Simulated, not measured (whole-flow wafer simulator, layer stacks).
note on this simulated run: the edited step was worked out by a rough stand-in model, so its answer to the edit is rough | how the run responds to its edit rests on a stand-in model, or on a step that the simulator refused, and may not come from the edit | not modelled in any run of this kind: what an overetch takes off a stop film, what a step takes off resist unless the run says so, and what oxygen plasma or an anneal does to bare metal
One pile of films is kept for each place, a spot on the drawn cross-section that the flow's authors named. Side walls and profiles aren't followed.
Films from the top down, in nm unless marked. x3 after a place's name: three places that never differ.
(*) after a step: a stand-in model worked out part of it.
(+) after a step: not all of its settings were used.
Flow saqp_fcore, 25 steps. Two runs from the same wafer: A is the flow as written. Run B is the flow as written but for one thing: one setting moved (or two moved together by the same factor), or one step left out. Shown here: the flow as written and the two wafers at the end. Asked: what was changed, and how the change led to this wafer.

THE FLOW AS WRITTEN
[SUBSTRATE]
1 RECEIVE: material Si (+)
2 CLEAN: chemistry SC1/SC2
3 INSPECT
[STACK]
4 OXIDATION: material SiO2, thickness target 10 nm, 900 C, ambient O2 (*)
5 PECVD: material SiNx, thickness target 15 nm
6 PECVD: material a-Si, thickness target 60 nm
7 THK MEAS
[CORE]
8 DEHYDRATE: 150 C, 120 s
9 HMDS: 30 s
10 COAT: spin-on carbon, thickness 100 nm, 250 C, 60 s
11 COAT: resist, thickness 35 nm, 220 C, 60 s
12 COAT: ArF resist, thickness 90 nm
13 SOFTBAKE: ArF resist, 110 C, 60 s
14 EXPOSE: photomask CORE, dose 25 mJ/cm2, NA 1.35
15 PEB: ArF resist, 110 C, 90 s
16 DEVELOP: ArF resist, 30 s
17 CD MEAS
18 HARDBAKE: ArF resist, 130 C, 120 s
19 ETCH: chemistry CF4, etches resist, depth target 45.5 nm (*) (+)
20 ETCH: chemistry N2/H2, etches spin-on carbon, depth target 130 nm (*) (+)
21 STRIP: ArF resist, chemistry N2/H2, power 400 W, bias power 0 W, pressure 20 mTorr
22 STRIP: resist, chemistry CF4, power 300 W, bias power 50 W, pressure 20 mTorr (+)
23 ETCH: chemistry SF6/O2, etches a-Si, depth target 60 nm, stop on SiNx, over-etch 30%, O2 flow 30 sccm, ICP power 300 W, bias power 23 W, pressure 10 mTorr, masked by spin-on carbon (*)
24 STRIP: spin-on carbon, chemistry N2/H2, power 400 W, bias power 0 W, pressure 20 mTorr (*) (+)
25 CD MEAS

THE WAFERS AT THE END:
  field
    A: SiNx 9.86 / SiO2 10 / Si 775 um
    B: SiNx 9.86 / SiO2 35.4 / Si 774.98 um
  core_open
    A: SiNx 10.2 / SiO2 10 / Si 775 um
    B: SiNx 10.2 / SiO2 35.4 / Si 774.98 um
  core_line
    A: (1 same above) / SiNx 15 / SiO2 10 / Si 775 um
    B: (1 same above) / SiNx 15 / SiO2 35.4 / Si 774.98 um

The cause: step 4, OXIDATION: 1035 C was run, where the flow has 900 C.

How the change led to this, step by step:
  4 OXIDATION: material SiO2, thickness target 10 nm, 900 C, ambient O2 (*)
      field, core_open, core_line: A SiO2 +10 (new film), chemical SiO2 -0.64 (all of it), Si -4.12 | B SiO2 +35.4 (new film), chemical SiO2 -0.64 (all of it), Si -15.3
